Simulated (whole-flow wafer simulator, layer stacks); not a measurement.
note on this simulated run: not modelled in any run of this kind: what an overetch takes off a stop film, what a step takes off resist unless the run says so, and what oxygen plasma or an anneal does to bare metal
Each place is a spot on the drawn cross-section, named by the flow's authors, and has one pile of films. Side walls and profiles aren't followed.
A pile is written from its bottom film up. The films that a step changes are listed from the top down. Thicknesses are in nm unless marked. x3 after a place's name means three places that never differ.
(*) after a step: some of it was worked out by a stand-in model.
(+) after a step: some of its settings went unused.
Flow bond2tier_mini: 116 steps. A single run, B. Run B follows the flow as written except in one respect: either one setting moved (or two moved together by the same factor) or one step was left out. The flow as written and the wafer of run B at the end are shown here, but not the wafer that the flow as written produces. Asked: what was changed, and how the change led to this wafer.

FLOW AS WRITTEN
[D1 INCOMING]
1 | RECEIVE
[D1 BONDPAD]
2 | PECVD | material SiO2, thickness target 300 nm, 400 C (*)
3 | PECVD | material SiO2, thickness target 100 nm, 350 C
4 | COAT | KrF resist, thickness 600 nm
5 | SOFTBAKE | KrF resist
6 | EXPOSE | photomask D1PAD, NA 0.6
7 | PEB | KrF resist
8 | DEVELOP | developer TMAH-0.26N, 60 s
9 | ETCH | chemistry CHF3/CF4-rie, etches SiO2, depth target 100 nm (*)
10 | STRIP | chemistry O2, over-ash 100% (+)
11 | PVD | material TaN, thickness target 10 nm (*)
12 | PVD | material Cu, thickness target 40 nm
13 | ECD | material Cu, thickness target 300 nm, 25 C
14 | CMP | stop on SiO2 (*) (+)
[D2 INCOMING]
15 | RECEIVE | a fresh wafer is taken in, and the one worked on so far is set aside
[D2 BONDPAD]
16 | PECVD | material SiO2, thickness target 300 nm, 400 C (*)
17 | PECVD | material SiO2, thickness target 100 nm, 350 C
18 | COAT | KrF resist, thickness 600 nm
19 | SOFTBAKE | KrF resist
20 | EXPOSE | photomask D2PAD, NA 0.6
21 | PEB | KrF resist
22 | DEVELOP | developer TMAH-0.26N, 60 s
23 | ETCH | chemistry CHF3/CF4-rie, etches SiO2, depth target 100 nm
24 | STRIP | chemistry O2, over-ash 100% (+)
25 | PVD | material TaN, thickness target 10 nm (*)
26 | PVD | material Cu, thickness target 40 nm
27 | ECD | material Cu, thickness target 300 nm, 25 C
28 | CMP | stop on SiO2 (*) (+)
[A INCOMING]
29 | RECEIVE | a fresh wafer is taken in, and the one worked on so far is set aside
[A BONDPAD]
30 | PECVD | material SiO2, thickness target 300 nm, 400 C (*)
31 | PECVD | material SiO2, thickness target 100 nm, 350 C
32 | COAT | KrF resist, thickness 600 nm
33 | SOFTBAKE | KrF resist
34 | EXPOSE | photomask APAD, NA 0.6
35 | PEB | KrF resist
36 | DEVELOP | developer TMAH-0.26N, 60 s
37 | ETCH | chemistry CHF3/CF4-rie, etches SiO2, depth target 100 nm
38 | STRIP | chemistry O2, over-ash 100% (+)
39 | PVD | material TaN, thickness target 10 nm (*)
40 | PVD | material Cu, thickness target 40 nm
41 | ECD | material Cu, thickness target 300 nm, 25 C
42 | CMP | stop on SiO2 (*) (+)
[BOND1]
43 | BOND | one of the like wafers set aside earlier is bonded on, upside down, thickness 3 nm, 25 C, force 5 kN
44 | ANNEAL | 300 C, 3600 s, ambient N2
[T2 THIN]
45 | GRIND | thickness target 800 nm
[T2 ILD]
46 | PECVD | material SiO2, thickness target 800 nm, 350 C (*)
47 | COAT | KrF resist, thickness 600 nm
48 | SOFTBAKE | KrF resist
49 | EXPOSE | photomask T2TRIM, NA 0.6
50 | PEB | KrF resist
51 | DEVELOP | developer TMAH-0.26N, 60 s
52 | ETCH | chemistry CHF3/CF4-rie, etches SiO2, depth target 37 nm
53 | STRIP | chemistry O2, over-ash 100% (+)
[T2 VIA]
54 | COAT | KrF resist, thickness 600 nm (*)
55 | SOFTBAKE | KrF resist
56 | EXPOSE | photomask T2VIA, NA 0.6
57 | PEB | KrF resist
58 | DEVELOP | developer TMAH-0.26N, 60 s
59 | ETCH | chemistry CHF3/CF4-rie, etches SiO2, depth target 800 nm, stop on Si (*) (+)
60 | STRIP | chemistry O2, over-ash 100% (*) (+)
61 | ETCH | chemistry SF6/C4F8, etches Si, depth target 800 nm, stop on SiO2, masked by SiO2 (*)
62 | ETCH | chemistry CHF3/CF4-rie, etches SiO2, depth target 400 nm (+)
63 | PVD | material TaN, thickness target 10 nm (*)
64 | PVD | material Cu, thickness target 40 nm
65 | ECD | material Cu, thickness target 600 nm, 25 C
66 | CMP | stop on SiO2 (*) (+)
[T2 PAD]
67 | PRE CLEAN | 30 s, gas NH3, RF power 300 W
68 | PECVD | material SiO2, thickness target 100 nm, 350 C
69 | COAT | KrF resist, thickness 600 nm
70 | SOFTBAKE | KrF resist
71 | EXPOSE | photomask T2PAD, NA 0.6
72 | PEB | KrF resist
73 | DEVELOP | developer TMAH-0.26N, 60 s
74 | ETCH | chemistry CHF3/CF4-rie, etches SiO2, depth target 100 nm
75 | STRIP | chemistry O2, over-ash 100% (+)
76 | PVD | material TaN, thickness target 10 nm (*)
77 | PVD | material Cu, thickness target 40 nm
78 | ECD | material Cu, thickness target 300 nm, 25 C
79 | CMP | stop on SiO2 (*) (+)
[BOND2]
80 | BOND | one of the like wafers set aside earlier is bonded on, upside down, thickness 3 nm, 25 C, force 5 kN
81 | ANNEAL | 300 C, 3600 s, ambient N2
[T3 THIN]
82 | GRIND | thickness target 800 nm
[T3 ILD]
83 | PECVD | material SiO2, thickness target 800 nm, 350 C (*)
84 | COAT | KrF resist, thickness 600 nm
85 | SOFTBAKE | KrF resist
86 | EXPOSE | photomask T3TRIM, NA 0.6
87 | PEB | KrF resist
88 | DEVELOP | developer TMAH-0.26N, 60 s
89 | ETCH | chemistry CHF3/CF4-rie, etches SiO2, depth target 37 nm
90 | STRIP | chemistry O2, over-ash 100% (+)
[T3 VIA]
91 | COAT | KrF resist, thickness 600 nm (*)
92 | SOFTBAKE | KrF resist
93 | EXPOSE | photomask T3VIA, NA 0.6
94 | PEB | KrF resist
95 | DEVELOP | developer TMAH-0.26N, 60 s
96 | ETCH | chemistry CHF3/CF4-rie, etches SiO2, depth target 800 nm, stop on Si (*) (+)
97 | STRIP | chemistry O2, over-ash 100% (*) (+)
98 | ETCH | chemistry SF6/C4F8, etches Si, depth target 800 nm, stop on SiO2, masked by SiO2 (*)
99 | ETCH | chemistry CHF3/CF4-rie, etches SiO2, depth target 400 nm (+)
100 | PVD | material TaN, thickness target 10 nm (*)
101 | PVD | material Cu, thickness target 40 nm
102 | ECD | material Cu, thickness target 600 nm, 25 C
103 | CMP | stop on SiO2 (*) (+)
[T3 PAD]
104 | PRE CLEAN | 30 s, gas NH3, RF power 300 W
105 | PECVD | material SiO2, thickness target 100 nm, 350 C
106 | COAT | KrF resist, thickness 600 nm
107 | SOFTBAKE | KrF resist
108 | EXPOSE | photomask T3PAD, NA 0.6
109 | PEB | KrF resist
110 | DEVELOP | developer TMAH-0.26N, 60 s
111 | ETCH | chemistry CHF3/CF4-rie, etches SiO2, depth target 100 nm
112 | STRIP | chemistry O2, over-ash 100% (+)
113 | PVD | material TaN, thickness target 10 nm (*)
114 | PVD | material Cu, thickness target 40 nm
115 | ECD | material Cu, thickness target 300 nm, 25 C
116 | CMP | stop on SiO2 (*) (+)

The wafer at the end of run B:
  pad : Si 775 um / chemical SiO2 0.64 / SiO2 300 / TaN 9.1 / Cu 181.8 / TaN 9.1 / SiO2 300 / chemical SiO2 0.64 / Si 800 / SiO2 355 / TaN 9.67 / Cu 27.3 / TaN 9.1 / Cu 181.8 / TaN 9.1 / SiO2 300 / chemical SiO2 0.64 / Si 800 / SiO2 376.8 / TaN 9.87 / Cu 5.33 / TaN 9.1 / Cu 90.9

Cause: step 89, ETCH: depth target 15.2 nm was run, though the flow has depth target 37 nm.

How this came from the change, step by step:
  89 | ETCH | chemistry CHF3/CF4-rie, etches SiO2, depth target 37 nm
      field: KrF resist loses 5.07 (in the flow as written it would be: KrF resist loses 12.3)
      pad: SiO2 loses 15.2 (in the flow as written it would be: SiO2 loses 37)
  97 | STRIP | chemistry O2, over-ash 100% (*) (+)
      field: KrF resist loses 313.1 (all of it) (in the flow as written it would be: KrF resist loses 303.9 (all of it))
      pad: KrF resist loses 326.3 (all of it) (in the flow as written it would be: KrF resist loses 336 (all of it))
  101 | PVD | material Cu, thickness target 40 nm
      pad: Cu gains 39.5 (new film) (in the flow as written it would be: Cu gains 38.7 (new film))
  102 | ECD | material Cu, thickness target 600 nm, 25 C
      pad: Cu gains 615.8 (in the flow as written it would be: Cu gains 638.7)
